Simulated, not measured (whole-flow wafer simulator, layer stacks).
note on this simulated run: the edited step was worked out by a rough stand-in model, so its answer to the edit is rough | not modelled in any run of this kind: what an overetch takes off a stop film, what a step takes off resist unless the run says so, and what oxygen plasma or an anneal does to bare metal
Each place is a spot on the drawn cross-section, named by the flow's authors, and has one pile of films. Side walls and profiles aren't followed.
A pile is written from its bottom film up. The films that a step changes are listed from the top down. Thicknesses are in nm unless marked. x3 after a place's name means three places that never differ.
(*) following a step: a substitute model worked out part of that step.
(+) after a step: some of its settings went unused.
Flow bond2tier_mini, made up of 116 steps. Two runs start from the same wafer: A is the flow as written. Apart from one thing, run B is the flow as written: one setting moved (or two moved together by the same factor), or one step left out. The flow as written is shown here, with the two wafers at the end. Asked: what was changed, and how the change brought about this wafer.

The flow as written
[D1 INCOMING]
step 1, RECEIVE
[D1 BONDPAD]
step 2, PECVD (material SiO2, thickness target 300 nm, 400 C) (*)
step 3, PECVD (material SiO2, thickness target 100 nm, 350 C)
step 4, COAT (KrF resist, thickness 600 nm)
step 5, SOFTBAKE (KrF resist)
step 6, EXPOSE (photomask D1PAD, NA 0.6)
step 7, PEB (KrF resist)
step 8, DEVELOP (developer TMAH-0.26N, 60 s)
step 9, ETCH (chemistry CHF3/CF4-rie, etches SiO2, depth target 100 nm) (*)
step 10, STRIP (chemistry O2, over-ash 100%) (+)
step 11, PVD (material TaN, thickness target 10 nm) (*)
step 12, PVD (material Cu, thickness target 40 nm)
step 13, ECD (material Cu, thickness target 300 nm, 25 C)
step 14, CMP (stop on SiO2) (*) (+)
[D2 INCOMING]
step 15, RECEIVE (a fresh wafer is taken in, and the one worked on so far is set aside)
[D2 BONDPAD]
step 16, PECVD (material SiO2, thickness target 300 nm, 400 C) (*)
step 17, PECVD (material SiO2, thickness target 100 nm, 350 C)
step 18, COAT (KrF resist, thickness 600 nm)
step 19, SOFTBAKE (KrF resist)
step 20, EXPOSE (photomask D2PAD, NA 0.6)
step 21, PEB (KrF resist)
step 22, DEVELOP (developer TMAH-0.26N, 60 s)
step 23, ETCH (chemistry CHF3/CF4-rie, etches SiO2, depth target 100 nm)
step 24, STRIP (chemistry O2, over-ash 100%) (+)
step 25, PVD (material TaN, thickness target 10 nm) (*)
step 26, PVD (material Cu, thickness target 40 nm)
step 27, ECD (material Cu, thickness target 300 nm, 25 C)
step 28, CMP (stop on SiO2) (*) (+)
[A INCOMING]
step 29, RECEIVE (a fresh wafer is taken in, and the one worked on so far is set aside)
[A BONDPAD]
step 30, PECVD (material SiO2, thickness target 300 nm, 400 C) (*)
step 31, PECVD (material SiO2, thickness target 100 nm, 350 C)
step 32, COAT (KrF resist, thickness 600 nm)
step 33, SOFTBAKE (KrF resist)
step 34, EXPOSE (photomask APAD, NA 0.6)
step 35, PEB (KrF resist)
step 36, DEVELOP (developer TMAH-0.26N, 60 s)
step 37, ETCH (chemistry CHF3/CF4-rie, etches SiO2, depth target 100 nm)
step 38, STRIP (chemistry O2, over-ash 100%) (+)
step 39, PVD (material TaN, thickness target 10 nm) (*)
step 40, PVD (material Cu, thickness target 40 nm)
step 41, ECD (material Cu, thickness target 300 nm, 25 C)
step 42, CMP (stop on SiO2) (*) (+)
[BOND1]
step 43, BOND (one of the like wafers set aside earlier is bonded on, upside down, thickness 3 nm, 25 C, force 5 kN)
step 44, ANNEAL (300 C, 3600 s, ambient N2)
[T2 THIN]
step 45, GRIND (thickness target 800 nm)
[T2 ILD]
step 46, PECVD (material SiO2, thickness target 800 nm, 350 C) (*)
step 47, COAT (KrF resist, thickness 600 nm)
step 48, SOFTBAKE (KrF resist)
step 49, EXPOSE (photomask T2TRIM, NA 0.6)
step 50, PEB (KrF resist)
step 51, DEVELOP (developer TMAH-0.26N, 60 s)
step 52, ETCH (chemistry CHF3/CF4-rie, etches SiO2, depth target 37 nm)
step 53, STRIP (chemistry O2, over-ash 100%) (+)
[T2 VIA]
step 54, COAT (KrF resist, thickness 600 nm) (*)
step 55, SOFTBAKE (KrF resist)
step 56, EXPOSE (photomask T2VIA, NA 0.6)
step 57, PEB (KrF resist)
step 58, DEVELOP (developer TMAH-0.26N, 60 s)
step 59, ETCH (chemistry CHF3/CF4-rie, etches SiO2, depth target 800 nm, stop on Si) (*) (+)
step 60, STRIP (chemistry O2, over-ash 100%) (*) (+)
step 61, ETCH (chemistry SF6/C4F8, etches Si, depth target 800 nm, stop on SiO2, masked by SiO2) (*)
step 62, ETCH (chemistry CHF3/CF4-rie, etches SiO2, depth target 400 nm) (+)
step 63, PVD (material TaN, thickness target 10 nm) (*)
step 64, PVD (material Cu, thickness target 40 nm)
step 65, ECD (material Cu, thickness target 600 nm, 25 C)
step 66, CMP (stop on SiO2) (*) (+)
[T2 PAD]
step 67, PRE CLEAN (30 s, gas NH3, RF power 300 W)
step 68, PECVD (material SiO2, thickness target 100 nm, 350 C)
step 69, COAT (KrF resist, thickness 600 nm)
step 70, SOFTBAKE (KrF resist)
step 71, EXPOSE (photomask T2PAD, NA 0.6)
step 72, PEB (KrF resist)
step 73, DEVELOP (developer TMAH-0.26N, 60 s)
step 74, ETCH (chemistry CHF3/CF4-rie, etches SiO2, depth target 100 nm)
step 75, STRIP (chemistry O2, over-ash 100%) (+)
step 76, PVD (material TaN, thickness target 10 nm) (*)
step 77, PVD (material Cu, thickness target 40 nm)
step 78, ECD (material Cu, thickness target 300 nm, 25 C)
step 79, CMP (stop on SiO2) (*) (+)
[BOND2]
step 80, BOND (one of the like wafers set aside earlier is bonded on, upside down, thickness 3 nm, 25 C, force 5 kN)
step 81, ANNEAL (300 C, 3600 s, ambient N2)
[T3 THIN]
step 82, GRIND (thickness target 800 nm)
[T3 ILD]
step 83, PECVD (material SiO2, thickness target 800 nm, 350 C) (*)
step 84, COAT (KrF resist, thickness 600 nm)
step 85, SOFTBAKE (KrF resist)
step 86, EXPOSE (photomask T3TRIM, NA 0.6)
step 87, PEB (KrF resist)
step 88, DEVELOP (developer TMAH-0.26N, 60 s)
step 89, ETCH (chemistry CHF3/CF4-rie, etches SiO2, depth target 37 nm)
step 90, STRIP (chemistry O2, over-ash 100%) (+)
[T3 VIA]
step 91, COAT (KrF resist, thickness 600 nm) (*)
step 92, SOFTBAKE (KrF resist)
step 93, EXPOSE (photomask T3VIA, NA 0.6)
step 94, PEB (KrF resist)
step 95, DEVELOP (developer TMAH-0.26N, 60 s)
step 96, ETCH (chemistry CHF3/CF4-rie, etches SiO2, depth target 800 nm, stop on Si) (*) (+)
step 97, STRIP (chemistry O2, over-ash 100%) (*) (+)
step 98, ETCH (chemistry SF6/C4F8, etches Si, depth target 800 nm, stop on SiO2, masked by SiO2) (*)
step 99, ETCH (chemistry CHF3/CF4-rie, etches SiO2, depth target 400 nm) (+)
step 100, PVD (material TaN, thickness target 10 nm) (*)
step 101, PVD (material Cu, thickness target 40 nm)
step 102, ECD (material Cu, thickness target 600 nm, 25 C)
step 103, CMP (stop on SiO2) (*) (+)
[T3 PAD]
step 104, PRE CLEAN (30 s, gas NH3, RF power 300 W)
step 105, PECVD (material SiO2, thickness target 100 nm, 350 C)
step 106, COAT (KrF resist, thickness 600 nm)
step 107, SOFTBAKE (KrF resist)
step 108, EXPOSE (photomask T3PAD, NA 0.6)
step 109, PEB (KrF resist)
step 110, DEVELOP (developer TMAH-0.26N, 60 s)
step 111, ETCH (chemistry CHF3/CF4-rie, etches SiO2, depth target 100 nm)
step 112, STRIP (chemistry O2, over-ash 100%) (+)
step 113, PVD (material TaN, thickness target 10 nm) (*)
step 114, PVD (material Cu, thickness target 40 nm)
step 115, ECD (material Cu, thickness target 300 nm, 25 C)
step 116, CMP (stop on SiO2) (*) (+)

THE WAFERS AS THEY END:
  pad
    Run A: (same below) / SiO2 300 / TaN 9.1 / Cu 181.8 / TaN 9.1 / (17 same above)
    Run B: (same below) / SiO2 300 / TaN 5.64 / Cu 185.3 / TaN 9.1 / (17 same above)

What caused this: step 39, PVD: thickness target 6.2 nm was run, whereas the flow has thickness target 10 nm.

Step by step, how the change led to this:
  step 39, PVD (material TaN, thickness target 10 nm) (*)
      field: A +10 TaN (new film) | B +6.2 TaN (new film)
      pad: A +9.1 TaN (new film) | B +5.64 TaN (new film)
      (also at 1 further place)
  step 42, CMP (stop on SiO2) (*) (+)
      field: A -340 Cu (all of it), -10 TaN (all of it) | B -340 Cu (all of it), -6.2 TaN (all of it)
